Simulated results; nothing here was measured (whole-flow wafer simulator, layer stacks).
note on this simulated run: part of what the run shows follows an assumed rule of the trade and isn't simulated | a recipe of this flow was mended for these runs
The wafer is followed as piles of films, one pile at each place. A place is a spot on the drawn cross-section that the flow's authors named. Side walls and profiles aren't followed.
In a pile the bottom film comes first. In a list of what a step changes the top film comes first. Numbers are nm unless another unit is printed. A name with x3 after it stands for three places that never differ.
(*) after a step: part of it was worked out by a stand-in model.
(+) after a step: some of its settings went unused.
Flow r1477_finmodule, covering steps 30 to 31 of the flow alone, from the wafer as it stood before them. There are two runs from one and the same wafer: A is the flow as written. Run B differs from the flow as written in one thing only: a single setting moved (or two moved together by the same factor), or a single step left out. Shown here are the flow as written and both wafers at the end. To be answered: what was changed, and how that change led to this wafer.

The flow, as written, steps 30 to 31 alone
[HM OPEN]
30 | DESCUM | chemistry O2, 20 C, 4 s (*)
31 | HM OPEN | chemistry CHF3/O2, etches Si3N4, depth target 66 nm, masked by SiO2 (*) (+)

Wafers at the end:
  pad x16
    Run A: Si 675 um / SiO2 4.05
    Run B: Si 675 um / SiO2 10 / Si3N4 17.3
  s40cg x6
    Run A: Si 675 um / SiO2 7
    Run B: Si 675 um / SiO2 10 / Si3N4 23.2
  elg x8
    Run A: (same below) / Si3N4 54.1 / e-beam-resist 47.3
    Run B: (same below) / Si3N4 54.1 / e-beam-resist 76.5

The reason: step 31, HM OPEN: depth target 36.8 nm was run, while the flow as written has depth target 66 nm.

Step by step, how the change led to this:
  31 | HM OPEN | chemistry CHF3/O2, etches Si3N4, depth target 66 nm, masked by SiO2 (*) (+)
      pad x16: A -54.1 Si3N4 (all of it), -5.95 SiO2 | B -36.8 Si3N4
      s40cg x6: A -60 Si3N4 (all of it), -3 SiO2 | B -36.8 Si3N4
      (and at 14 other places as well)
